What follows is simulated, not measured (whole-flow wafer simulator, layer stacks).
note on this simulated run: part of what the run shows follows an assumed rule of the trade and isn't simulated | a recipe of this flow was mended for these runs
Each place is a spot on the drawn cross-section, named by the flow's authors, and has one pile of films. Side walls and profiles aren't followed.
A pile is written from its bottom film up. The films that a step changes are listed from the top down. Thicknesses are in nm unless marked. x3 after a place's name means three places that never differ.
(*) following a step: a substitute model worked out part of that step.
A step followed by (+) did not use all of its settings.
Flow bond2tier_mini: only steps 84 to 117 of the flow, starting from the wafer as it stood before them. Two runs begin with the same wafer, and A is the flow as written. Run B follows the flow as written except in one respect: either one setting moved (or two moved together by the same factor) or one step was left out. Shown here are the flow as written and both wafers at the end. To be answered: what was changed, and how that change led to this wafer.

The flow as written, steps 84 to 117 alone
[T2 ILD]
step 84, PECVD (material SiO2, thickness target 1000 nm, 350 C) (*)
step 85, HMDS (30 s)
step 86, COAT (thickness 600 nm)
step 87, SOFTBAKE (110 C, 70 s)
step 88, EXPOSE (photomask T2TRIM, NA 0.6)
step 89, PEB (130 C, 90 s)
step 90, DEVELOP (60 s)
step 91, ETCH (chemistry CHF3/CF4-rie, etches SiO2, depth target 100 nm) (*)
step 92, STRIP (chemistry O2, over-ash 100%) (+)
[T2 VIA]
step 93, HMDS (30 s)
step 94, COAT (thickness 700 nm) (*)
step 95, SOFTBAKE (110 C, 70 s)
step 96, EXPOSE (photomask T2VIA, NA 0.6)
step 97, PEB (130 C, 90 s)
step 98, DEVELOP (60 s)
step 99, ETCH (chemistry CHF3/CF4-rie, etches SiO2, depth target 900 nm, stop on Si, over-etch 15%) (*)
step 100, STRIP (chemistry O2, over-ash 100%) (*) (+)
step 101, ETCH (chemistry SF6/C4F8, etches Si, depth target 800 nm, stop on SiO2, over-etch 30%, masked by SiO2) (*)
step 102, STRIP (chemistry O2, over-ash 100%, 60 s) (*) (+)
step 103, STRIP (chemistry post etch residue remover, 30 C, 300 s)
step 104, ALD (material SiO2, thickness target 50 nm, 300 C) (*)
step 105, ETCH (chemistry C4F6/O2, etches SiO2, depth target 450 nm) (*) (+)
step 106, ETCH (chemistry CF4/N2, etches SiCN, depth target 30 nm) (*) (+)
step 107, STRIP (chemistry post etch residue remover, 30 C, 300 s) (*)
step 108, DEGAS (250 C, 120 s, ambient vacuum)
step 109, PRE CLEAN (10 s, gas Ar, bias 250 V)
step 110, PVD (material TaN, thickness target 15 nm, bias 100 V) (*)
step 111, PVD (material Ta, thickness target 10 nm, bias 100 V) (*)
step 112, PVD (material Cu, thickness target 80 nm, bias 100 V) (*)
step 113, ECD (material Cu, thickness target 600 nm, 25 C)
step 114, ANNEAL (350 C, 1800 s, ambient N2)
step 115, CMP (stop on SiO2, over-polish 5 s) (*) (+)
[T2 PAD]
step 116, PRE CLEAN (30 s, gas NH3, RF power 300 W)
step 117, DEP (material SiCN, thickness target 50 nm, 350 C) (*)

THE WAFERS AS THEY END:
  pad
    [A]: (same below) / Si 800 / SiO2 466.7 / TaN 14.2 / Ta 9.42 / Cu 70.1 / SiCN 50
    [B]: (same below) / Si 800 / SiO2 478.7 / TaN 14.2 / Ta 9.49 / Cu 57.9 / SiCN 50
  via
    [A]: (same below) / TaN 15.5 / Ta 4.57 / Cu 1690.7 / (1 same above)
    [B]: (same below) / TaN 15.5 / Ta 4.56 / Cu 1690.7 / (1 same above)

Cause: step 91, ETCH: depth target 88 nm was run, though the flow has depth target 100 nm.

Step by step, how the change led to this:
  step 91, ETCH (chemistry CHF3/CF4-rie, etches SiO2, depth target 100 nm) (*)
      pad, via: A -100 SiO2 | B -88 SiO2
      field: A -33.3 thick-KrF-resist | B -29.3 thick-KrF-resist
  step 99, ETCH (chemistry CHF3/CF4-rie, etches SiO2, depth target 900 nm, stop on Si, over-etch 15%) (*)
      via: A -900 SiO2 (all of it), -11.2 Si | B -912 SiO2 (all of it), -10.2 Si
